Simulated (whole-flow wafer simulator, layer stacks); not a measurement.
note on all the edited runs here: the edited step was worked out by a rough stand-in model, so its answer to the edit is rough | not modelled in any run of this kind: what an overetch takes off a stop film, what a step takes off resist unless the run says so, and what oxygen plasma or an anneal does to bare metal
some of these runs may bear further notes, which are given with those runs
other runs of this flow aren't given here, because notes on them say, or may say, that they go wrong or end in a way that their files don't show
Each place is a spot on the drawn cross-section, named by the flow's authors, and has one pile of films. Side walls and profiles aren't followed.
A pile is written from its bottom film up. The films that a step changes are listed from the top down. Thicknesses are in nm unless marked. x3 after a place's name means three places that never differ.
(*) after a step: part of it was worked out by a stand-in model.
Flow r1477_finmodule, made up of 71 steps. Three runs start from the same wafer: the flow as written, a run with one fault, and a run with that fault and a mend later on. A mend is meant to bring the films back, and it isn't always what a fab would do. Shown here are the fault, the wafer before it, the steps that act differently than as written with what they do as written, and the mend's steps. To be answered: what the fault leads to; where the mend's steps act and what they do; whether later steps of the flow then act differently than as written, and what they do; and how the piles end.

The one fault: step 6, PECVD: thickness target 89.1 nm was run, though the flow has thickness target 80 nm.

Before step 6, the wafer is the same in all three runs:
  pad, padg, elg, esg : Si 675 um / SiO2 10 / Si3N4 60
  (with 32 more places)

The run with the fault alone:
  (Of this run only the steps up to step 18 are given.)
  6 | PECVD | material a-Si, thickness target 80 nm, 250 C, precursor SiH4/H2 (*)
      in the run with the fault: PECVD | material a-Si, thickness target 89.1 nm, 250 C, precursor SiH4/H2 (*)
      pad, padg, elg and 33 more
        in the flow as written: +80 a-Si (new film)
        in the run with the fault: +89.1 a-Si (new film)
  Steps further on in the flow that do not act as written:
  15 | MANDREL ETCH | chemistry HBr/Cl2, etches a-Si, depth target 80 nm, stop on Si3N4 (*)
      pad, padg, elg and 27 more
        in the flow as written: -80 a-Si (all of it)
        in the run with the fault: -80 a-Si
  Once step 18 is done, the piles at pad, padg, elg and 33 more depart from the flow's by more than 2% or 0.5 nm, whichever is larger.
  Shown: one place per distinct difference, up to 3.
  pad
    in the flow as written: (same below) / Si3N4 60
    in the run with the fault: (same below) / Si3N4 60 / a-Si 9.1
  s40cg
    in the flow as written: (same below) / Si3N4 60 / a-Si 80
    in the run with the fault: (same below) / Si3N4 60 / a-Si 89.1

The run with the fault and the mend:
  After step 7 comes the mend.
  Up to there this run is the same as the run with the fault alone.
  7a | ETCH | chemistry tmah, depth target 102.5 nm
      pad, padg, elg and 33 more
        -89.1 a-Si (all of it)
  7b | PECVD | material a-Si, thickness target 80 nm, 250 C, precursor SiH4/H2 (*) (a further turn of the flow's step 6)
      pad, padg, elg and 33 more
        +80 a-Si (new film)
  Every later step of the flow that is run acts as written at every place that is followed.
  By the end, the piles equal the flow's at every place that both follow.
